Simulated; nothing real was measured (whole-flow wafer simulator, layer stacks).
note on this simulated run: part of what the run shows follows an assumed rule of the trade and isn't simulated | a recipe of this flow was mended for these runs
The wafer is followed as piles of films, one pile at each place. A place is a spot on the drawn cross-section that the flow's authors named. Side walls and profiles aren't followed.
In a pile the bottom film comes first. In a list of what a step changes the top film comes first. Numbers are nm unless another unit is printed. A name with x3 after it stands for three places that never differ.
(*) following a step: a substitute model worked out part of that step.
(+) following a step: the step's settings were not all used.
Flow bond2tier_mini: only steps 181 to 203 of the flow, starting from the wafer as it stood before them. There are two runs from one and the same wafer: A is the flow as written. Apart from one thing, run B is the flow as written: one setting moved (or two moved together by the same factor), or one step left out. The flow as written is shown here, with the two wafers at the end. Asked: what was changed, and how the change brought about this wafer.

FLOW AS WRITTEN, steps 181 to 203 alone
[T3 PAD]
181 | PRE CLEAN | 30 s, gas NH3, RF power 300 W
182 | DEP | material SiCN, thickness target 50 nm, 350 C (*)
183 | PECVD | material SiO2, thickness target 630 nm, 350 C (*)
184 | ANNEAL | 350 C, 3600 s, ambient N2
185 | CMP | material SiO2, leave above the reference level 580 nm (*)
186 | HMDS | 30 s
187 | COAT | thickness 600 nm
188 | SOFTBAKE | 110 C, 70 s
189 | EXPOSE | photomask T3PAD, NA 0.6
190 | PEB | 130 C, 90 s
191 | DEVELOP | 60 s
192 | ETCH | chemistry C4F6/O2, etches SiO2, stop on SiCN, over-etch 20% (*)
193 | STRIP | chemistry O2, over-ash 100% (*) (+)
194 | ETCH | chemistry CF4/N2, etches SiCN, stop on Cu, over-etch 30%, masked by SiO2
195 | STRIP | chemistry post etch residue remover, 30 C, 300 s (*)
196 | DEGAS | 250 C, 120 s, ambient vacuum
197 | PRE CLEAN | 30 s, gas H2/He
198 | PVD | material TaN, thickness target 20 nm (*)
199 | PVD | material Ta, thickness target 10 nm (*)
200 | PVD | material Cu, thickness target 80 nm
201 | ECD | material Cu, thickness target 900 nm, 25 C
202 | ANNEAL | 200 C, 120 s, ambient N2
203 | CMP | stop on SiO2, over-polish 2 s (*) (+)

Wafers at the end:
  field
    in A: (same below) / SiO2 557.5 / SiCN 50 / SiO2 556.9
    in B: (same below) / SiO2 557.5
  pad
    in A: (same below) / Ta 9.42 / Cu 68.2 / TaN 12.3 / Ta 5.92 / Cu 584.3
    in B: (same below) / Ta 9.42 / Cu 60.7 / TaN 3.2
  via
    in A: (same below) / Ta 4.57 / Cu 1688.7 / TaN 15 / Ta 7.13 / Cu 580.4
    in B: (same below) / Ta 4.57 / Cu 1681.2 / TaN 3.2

What caused this: step 183, PECVD: material SiO2, thickness target 630 nm, 350 C (*), was omitted.

Step by step, how the change led to this:
  185 | CMP | material SiO2, leave above the reference level 580 nm (*)
      pad, via: A SiO2 loses 50 | B nothing
      field: A SiO2 loses 47.1 | B nothing
  192 | ETCH | chemistry C4F6/O2, etches SiO2, stop on SiCN, over-etch 20% (*)
      pad, via: A SiO2 loses 580 (all of it), SiCN loses 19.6 | B SiCN loses 50 (all of it), Cu loses 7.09
  194 | ETCH | chemistry CF4/N2, etches SiCN, stop on Cu, over-etch 30%, masked by SiO2
      pad, via: A SiCN loses 30.4 (all of it), Cu loses 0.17 | B Cu loses 0.6
      field: A SiO2 loses 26 | B SiCN loses 30
  198 | PVD | material TaN, thickness target 20 nm (*)
      pad: A TaN gains 12.3 (new film) | B TaN gains 19.7 (new film)
      via: A TaN gains 15 (new film) | B TaN gains 20 (new film)
  199 | PVD | material Ta, thickness target 10 nm (*)
      pad: A Ta gains 5.92 (new film) | B Ta gains 9.74 (new film)
      via: A Ta gains 7.13 (new film) | B Ta gains 10 (new film)
  200 | PVD | material Cu, thickness target 80 nm
      pad: A Cu gains 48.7 (new film) | B Cu gains 78.1 (new film)
      via: A Cu gains 59.4 (new film) | B Cu gains 80 (new film)
  201 | ECD | material Cu, thickness target 900 nm, 25 C
      pad: A Cu gains 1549 | B Cu gains 929.1
      via: A Cu gains 1534.4 | B Cu gains 926.5
  203 | CMP | stop on SiO2, over-polish 2 s (*) (+)
      field: A Cu loses 980 (all of it), Ta loses 10 (all of it), TaN loses 20 (all of it) | B Cu loses 980 (all of it), Ta loses 10 (all of it), TaN loses 20 (all of it), SiCN loses 20 (all of it)
      pad: A Cu loses 1013.3 | B Cu loses 1007.1 (all of it), Ta loses 9.74 (all of it), TaN loses 16.5
      (and at 1 other place as well)
